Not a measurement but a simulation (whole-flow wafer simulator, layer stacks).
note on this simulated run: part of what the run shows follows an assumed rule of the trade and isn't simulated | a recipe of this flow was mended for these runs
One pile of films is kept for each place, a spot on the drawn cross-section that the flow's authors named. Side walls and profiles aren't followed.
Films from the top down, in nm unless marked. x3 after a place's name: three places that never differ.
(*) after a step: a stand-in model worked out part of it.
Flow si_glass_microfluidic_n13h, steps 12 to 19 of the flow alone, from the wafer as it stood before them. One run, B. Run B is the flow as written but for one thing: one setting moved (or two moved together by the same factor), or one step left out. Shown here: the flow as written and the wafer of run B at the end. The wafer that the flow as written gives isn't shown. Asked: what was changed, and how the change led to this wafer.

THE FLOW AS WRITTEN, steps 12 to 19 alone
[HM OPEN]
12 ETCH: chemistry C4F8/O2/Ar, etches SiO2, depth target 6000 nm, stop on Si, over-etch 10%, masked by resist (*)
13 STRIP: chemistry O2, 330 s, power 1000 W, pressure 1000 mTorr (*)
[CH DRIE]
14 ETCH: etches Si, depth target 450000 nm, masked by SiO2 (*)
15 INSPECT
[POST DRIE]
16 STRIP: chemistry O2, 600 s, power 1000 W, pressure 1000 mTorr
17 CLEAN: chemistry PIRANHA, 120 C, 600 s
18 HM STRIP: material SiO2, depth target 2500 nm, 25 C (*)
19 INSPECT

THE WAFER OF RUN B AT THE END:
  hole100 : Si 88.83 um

The cause: step 12, ETCH: over-etch 11.6% was run, where the flow has over-etch 10%.

How the change led to this, step by step:
  12 ETCH: chemistry C4F8/O2/Ar, etches SiO2, depth target 6000 nm, stop on Si, over-etch 10%, masked by resist (*)
      hole100: SiO2 -6000 (all of it), Si -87 (as written it would be: SiO2 -6000 (all of it), Si -75)
